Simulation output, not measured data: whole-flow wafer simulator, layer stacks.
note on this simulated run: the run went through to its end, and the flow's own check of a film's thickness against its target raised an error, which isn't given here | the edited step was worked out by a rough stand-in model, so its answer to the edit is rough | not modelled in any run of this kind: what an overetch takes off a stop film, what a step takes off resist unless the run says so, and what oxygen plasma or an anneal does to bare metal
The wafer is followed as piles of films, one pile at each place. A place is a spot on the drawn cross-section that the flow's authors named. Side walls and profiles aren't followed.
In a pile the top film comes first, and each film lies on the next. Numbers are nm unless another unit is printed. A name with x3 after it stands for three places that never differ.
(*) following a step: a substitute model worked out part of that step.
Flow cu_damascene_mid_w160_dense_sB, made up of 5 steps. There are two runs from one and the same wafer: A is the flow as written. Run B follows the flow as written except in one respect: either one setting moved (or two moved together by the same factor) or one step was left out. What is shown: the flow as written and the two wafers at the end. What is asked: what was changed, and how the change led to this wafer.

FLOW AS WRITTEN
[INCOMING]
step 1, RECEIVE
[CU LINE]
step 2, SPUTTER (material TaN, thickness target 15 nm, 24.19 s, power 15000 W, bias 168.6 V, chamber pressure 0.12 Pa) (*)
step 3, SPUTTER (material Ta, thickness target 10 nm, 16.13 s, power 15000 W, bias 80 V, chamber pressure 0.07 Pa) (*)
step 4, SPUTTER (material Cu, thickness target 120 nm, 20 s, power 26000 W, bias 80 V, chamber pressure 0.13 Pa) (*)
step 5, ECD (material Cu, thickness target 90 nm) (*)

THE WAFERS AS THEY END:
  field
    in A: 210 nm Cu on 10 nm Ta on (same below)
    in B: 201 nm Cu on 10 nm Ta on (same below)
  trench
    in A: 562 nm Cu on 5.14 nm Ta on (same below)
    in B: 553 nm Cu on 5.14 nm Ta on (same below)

The reason: step 5, ECD: thickness target 81 nm was run, though the flow has thickness target 90 nm.

How this came from the change, step by step:
  step 5, ECD (material Cu, thickness target 90 nm) (*)
      field: A Cu gains 90 | B Cu gains 81
